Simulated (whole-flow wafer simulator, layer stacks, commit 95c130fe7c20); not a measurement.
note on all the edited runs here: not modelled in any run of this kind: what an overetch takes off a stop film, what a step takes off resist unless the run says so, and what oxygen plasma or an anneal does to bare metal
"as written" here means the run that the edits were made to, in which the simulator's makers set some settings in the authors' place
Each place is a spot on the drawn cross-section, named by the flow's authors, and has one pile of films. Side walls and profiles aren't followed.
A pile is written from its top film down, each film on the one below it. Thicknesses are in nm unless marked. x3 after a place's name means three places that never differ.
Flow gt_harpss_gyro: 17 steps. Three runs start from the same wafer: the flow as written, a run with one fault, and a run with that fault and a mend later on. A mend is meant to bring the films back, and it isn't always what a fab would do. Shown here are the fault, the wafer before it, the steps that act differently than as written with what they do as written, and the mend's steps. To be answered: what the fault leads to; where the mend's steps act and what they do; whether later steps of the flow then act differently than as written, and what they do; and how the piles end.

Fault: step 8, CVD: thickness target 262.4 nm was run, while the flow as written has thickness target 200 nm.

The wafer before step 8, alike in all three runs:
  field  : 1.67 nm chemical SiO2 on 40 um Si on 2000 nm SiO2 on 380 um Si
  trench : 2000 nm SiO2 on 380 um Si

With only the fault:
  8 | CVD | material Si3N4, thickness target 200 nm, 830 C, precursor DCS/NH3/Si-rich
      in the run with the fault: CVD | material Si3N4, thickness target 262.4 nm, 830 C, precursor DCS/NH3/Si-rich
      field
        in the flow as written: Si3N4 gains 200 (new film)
        in the run with the fault: Si3N4 gains 262.4 (new film)
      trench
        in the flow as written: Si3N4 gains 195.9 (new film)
        in the run with the fault: Si3N4 gains 256.7 (new film)
  None of the later steps of the flow acts differently than as written at any place that is followed.
  At field, trench, the piles at the end differ from the flow's by more than 2% or 0.5 nm, whichever is larger.
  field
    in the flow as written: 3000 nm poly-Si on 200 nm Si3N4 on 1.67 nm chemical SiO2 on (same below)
    in the run with the fault: 3000 nm poly-Si on 262.4 nm Si3N4 on 1.67 nm chemical SiO2 on (same below)
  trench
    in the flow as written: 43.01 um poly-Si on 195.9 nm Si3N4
    in the run with the fault: 43.01 um poly-Si on 256.7 nm Si3N4

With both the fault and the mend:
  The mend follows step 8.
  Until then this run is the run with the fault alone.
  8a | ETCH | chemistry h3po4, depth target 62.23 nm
      field, trench
        Si3N4 loses 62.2
  None of the later steps of the flow acts differently than as written at any place that is followed.
  When the end is reached, the piles differ only a little from the flow's at the places that both follow, at most by 2% or 0.5 nm, whichever is larger.
